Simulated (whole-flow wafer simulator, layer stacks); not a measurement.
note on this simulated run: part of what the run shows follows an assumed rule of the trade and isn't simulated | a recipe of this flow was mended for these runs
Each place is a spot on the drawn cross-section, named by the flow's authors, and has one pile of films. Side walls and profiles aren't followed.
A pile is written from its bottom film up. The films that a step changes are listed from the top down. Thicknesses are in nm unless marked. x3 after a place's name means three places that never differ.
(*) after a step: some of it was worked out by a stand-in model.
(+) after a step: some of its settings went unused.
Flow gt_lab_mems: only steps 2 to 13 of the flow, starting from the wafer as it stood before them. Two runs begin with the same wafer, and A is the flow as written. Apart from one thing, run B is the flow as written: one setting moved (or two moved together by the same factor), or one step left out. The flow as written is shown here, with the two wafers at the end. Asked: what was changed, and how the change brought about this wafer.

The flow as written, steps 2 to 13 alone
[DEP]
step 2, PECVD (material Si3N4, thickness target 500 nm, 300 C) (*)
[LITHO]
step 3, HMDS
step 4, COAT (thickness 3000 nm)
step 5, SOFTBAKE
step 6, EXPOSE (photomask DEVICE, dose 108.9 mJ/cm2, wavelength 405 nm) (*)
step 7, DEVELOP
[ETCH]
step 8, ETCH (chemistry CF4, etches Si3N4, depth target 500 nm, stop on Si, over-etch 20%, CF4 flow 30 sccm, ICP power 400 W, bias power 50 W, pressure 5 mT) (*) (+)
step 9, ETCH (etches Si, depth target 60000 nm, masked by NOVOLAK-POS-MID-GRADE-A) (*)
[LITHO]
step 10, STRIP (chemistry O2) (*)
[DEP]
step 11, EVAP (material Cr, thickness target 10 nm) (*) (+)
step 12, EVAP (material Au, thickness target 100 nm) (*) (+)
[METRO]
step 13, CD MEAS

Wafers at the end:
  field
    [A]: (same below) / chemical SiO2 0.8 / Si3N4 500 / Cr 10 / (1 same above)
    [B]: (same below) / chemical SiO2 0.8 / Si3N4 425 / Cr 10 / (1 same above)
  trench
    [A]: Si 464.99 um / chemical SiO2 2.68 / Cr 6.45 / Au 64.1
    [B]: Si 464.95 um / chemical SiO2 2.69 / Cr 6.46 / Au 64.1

What caused this: step 2, PECVD: thickness target 425 nm was run, though the flow has thickness target 500 nm.
The wafer itself shows it: field has Si3N4 425, and step 2 as written asks for 500 nm.

How this came from the change, step by step:
  step 2, PECVD (material Si3N4, thickness target 500 nm, 300 C) (*)
      field, trench: A +500 Si3N4 (new film) | B +425 Si3N4 (new film)
  step 8, ETCH (chemistry CF4, etches Si3N4, depth target 500 nm, stop on Si, over-etch 20%, CF4 flow 30 sccm, ICP power 400 W, bias power 50 W, pressure 5 mT) (*) (+)
      field: A -400 g/i-line-resist | B -340.6 g/i-line-resist
      trench: A -500 Si3N4 (all of it), -0.8 chemical SiO2 (all of it), -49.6 Si | B -425 Si3N4 (all of it), -0.8 chemical SiO2 (all of it), -87.1 Si
  step 10, STRIP (chemistry O2) (*)
      field: A -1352 g/i-line-resist (all of it) | B -1411.3 g/i-line-resist (all of it)
